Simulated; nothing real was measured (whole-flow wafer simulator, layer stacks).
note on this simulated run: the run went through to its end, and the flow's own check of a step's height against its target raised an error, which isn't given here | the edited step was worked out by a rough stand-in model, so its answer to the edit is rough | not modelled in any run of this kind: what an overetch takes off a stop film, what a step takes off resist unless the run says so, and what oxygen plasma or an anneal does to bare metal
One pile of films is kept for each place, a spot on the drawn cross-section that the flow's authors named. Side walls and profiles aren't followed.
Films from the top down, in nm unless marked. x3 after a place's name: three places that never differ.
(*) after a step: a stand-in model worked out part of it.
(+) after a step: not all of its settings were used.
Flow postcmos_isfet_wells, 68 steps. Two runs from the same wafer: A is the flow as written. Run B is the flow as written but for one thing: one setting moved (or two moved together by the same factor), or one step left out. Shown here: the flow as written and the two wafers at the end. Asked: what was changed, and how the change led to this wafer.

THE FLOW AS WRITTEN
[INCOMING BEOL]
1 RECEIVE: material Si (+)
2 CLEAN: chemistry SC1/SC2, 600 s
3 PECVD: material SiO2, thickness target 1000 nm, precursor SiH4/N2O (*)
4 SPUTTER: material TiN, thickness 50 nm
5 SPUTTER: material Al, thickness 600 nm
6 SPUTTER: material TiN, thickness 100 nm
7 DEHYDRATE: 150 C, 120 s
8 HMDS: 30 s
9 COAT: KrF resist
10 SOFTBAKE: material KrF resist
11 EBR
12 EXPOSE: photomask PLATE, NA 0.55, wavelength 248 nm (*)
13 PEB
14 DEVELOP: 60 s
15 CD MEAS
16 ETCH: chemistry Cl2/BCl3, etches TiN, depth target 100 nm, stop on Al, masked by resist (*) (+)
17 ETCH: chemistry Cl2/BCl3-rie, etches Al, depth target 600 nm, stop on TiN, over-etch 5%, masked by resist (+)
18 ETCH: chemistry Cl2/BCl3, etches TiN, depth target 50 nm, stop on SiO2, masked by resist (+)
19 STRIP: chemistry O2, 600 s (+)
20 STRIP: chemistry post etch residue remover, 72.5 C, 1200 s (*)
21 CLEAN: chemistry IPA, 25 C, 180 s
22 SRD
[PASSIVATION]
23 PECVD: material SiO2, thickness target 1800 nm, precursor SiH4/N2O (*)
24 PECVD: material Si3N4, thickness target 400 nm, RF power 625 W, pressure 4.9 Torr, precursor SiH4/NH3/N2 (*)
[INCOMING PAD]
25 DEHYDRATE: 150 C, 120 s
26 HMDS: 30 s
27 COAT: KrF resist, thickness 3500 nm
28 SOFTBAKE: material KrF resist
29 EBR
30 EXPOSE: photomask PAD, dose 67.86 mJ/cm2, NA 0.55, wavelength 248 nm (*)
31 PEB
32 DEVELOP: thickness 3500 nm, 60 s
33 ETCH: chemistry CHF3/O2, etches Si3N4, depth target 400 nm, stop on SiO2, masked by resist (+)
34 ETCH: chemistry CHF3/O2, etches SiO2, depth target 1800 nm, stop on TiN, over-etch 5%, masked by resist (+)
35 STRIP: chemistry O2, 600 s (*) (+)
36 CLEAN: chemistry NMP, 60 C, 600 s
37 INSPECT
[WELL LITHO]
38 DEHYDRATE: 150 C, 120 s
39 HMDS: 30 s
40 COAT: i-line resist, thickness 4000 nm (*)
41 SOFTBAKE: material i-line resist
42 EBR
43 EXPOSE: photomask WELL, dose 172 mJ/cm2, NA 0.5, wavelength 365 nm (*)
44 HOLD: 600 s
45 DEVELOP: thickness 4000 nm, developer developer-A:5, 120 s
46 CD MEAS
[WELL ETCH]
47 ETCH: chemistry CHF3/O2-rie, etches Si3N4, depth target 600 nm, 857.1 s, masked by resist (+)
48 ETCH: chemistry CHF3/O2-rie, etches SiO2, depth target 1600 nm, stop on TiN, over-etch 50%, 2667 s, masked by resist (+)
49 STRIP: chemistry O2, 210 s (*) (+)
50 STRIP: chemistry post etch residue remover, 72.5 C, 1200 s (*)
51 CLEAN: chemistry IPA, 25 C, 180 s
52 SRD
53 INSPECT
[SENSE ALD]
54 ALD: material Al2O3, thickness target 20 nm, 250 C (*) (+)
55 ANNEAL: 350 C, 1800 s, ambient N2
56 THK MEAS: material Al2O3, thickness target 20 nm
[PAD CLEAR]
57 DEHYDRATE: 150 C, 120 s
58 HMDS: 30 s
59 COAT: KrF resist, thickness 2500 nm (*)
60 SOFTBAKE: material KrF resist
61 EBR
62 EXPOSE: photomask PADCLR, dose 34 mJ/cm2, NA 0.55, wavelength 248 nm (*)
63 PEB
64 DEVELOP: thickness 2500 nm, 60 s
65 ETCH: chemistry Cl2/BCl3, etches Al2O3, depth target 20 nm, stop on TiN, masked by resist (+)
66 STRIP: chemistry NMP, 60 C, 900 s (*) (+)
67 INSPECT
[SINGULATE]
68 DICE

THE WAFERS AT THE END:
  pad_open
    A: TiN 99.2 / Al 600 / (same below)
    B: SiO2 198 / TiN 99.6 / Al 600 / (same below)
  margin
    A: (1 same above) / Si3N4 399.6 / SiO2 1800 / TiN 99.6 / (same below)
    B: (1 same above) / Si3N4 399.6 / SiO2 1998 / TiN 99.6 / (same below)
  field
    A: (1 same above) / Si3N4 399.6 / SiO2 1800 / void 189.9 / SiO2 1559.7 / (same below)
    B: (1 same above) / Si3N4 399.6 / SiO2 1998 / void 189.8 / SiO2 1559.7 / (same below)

The cause: step 23, PECVD: thickness target 1998 nm was run, where the flow has thickness target 1800 nm.
It can be read off the wafer: margin has SiO2 1998, and step 23 as written asks for 1800 nm.

How the change led to this, step by step:
  23 PECVD: material SiO2, thickness target 1800 nm, precursor SiH4/N2O (*)
      margin, well900, well1300 x3, pad_rim, pad_clr, pad_open: A SiO2 +1800 (new film) | B SiO2 +1998 (new film)
      field: A SiO2 +1800 (new film), void +189.9 (new film), SiO2 +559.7 | B SiO2 +1998 (new film), void +189.8 (new film), SiO2 +559.7
  34 ETCH: chemistry CHF3/O2, etches SiO2, depth target 1800 nm, stop on TiN, over-etch 5%, masked by resist (+)
      pad_open: A SiO2 -1800 (all of it) | B SiO2 -1800
  48 ETCH: chemistry CHF3/O2-rie, etches SiO2, depth target 1600 nm, stop on TiN, over-etch 50%, 2667 s, masked by resist (+)
      well900, well1300 x3: A SiO2 -1600 (all of it) | B SiO2 -1798 (all of it)
  59 COAT: KrF resist, thickness 2500 nm (*)
      field: A KrF resist +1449 (new film) | B KrF resist +1354.4 (new film)
      margin: A KrF resist +1448.9 (new film) | B KrF resist +1354.3 (new film)
  63 PEB
      field, margin: A KrF resist -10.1 | B KrF resist -9.42
  66 STRIP: chemistry NMP, 60 C, 900 s (*) (+)
      field: A KrF resist -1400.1 (all of it) | B KrF resist -1306.2 (all of it)
      margin: A KrF resist -1400.1 (all of it) | B KrF resist -1306.1 (all of it)
